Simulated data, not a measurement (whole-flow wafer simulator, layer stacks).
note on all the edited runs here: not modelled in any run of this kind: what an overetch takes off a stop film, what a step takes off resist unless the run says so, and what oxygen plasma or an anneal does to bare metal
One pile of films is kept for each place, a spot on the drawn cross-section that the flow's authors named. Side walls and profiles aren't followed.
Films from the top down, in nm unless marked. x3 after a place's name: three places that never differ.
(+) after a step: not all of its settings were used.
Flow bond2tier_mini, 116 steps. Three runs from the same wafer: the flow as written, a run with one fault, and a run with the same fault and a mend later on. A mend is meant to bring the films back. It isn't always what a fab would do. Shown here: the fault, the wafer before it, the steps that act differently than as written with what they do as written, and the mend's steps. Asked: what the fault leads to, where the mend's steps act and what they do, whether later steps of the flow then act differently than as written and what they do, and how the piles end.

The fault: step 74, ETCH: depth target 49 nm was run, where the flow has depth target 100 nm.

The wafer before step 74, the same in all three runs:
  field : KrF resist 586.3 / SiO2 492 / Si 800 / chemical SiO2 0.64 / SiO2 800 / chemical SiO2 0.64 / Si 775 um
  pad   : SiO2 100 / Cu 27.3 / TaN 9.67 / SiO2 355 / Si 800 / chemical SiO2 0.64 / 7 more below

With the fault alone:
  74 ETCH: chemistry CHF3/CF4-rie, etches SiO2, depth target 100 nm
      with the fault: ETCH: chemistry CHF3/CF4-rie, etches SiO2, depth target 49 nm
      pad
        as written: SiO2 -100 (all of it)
        with the fault: SiO2 -49
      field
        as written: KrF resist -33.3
        with the fault: KrF resist -16.3
  Later steps of the flow that act differently than as written (1 more step differs only slightly, by at most 2% or 0.5 nm, whichever is larger, and isn't shown):
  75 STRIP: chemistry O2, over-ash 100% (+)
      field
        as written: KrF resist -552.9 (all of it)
        with the fault: KrF resist -569.9 (all of it)
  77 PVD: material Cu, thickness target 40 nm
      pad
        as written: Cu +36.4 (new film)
        with the fault: Cu +38.2 (new film)
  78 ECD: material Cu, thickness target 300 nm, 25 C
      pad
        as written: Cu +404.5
        with the fault: Cu +351.2
  At the end the piles differ from the flow's by more than 2% or 0.5 nm, whichever is larger, at pad.
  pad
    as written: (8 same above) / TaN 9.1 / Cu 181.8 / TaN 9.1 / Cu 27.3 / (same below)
    with the fault: (8 same above) / TaN 9.1 / Cu 130.3 / TaN 9.56 / SiO2 51 / Cu 27.3 / (same below)

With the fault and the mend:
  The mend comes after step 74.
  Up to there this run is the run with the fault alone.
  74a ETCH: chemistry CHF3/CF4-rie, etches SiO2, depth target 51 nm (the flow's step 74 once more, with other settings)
      field
        KrF resist -17
      pad
        SiO2 -51 (all of it)
  No later step of the flow acts differently than as written at any place that is followed.
  At the end the piles are the same as the flow's at every place that both follow.
